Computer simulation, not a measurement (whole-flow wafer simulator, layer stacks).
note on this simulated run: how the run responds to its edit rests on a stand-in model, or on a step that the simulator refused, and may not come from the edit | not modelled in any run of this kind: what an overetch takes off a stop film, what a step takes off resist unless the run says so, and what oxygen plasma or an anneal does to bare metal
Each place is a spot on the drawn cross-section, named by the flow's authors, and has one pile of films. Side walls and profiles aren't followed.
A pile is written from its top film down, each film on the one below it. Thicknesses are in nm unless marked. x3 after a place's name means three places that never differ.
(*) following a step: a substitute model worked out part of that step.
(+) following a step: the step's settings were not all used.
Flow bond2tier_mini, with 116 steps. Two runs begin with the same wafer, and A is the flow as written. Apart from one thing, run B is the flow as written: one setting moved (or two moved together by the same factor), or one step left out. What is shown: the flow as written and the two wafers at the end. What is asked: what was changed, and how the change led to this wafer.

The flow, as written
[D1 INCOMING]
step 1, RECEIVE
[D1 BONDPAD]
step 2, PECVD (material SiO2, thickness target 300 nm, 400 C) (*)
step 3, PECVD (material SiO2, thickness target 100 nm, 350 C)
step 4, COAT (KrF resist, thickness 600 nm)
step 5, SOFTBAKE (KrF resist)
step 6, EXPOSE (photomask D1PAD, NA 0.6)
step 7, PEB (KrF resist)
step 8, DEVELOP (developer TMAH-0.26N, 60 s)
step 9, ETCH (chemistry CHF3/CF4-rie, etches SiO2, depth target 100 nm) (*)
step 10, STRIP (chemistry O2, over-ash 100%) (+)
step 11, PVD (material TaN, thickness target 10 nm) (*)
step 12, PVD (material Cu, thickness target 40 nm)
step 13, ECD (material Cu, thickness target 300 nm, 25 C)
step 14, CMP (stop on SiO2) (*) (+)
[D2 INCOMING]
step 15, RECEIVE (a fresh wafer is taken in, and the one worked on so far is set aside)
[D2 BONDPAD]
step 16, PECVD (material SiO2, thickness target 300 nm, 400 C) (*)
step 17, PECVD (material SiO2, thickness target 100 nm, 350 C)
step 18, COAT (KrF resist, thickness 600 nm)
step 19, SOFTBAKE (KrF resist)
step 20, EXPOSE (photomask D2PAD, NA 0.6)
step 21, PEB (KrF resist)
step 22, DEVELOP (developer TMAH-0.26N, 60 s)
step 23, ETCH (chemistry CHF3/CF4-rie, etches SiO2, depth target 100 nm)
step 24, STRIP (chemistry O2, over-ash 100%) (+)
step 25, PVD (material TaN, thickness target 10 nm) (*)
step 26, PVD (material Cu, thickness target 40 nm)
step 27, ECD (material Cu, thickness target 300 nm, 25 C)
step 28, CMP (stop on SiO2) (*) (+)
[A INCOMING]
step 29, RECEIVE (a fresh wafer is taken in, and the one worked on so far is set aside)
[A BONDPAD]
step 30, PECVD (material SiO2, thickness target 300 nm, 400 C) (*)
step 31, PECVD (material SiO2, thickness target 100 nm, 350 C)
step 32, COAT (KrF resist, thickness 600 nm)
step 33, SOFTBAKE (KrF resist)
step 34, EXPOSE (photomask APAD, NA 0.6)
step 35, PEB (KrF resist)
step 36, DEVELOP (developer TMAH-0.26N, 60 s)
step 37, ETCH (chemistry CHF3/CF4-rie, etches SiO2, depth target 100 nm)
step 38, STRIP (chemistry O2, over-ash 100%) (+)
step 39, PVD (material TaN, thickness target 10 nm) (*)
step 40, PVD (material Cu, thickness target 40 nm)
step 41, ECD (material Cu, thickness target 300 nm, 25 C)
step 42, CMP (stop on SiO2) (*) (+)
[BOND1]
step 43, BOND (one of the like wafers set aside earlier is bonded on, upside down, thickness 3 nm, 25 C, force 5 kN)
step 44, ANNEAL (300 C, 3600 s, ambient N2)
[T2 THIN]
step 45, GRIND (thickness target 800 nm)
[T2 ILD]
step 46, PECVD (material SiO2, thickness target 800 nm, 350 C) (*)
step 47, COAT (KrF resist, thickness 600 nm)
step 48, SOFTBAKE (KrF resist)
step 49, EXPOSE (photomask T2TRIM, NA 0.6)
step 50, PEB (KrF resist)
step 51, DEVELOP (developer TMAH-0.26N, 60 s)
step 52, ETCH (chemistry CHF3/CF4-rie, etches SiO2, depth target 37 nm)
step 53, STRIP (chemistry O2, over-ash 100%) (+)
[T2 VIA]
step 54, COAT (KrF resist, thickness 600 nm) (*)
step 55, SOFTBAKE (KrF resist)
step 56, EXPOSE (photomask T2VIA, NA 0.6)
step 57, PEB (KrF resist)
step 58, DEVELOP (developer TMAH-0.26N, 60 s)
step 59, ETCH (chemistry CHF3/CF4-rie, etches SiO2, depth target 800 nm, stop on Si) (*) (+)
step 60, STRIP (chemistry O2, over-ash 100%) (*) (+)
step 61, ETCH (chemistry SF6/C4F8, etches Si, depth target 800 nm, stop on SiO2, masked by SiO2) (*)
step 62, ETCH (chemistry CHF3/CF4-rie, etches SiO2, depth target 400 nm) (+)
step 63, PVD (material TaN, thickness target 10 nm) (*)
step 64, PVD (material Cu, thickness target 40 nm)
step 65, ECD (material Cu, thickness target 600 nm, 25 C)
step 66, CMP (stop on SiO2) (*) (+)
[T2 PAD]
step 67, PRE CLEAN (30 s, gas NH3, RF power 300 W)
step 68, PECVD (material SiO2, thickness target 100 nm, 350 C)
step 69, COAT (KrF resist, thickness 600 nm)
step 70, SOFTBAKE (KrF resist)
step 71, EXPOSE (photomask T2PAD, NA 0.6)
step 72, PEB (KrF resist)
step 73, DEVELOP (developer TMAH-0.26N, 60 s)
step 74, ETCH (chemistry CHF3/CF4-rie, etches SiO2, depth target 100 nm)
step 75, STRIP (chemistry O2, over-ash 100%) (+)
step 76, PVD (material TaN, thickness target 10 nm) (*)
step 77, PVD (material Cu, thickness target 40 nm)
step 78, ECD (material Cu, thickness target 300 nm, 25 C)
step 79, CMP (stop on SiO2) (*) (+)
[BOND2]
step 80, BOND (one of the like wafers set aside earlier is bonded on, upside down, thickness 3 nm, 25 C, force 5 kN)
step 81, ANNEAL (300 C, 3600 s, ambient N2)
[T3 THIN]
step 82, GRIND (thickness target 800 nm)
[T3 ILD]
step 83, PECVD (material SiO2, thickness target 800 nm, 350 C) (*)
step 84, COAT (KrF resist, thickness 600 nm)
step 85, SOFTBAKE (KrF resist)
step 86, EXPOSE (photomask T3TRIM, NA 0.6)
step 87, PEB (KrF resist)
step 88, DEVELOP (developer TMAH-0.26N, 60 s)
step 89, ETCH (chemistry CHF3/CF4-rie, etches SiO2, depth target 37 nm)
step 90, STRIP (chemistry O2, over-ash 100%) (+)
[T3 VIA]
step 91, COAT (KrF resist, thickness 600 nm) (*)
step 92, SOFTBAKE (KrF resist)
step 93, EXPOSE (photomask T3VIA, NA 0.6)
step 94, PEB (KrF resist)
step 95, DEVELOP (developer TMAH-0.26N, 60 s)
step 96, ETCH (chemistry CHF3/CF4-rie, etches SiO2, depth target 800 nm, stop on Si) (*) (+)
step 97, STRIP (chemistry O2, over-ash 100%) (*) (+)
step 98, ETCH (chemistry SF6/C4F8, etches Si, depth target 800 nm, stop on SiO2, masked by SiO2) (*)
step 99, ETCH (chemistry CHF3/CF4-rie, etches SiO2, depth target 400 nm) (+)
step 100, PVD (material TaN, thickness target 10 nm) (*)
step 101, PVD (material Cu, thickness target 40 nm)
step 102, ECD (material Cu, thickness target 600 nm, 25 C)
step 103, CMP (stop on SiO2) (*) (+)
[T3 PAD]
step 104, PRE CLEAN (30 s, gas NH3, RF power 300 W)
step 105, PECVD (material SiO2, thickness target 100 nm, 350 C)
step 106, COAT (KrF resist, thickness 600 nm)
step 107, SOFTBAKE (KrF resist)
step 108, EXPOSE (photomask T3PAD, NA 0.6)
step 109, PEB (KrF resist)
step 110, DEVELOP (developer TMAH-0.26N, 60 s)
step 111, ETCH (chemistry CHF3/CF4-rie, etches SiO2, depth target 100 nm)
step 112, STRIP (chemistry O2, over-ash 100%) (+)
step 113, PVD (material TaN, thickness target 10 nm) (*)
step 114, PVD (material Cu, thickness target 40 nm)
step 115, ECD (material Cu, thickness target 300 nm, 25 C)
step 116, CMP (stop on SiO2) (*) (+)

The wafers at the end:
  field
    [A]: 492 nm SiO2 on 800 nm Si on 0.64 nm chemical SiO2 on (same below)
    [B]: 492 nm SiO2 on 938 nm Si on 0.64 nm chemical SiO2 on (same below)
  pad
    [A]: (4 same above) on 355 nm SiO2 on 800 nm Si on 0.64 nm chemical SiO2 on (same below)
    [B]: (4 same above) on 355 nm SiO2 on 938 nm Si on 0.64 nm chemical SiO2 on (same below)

The reason: step 82, GRIND: thickness target 938 nm was run, whereas the flow has thickness target 800 nm.
One can read it off the wafer: field has Si 938, and step 82 as written asks for 800 nm.

The path from the change to this, step by step:
  step 82, GRIND (thickness target 800 nm)
      field, pad: A Si loses 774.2 um | B Si loses 774.06 um
